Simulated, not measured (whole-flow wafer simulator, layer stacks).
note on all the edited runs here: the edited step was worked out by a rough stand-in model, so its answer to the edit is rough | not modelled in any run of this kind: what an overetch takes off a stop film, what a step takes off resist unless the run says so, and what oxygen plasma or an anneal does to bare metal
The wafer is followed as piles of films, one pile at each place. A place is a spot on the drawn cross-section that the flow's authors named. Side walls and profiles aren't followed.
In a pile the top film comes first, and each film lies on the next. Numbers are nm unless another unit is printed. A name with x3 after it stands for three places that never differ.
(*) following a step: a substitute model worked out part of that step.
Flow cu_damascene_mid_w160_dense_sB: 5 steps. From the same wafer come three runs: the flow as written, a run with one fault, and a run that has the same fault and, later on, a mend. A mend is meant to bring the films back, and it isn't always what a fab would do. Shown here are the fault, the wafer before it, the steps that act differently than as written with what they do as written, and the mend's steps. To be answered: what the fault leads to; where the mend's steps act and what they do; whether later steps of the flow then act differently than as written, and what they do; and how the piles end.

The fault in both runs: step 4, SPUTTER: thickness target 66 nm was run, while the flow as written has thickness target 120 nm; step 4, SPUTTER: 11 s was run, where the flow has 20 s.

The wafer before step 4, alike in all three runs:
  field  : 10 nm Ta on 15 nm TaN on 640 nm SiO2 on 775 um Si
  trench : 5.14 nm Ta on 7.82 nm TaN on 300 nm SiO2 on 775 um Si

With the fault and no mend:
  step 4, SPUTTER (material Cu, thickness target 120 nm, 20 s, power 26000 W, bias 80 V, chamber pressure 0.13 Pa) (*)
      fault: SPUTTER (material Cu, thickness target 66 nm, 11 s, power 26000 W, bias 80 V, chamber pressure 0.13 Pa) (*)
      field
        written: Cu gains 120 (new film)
        fault: Cu gains 66 (new film)
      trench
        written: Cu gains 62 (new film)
        fault: Cu gains 34.1 (new film)
  Steps further on in the flow that do not act as written:
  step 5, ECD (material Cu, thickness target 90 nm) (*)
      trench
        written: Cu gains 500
        fault: Cu gains 473.9
  The piles end different from the flow's at field, trench by more than 2% or 0.5 nm, whichever is larger.
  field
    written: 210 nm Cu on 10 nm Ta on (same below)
    fault: 156 nm Cu on 10 nm Ta on (same below)
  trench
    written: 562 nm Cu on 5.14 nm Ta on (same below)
    fault: 508 nm Cu on 5.14 nm Ta on (same below)

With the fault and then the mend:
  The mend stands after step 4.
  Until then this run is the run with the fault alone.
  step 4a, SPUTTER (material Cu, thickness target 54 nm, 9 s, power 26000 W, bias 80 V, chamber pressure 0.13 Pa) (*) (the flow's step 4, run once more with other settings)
      field
        Cu gains 54
      trench
        Cu gains 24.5
  Later steps of the flow that are run all act as written at every place that is followed, up to a difference of at most 2% or 0.5 nm, whichever is larger.
  At every place that both follow, the piles at the end match the flow's.
